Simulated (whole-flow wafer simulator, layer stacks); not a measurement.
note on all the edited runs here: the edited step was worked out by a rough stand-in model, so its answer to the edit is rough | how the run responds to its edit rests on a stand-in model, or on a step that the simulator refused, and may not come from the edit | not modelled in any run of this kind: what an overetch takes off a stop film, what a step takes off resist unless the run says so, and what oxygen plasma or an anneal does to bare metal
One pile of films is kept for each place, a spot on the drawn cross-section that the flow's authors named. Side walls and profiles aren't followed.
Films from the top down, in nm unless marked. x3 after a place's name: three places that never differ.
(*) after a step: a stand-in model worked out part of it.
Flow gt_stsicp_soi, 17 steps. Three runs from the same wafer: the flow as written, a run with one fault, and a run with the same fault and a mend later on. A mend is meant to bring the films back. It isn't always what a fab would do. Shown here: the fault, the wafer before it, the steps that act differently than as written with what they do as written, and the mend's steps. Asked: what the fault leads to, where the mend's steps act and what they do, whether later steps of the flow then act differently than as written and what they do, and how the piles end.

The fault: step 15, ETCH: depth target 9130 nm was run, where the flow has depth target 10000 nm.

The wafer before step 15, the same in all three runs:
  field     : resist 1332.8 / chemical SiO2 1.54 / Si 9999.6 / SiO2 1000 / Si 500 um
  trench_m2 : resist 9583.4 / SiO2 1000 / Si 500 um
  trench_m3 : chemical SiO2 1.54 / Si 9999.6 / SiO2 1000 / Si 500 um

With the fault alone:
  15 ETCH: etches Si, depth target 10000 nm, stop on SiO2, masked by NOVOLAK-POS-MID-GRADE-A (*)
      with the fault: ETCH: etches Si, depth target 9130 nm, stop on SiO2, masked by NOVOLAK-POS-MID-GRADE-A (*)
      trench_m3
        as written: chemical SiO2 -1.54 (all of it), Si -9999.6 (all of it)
        with the fault: chemical SiO2 -1.54 (all of it), Si -9130
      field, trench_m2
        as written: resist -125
        with the fault: resist -114.1
  Later steps of the flow that act differently than as written:
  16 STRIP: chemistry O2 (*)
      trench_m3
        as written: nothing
        with the fault: chemical SiO2 +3 (new film), Si -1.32
  At the end the piles differ from the flow's by more than 2% or 0.5 nm, whichever is larger, at trench_m3.
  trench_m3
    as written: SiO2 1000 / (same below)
    with the fault: chemical SiO2 3 / Si 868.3 / SiO2 1000 / (same below)

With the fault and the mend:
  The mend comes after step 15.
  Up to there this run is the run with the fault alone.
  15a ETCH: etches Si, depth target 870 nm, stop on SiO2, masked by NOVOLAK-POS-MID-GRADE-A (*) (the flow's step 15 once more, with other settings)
      field, trench_m2
        resist -10.9
      trench_m3
        Si -869.6 (all of it)
  No later step of the flow acts differently than as written at any place that is followed.
  At the end the piles are the same as the flow's at every place that both follow.
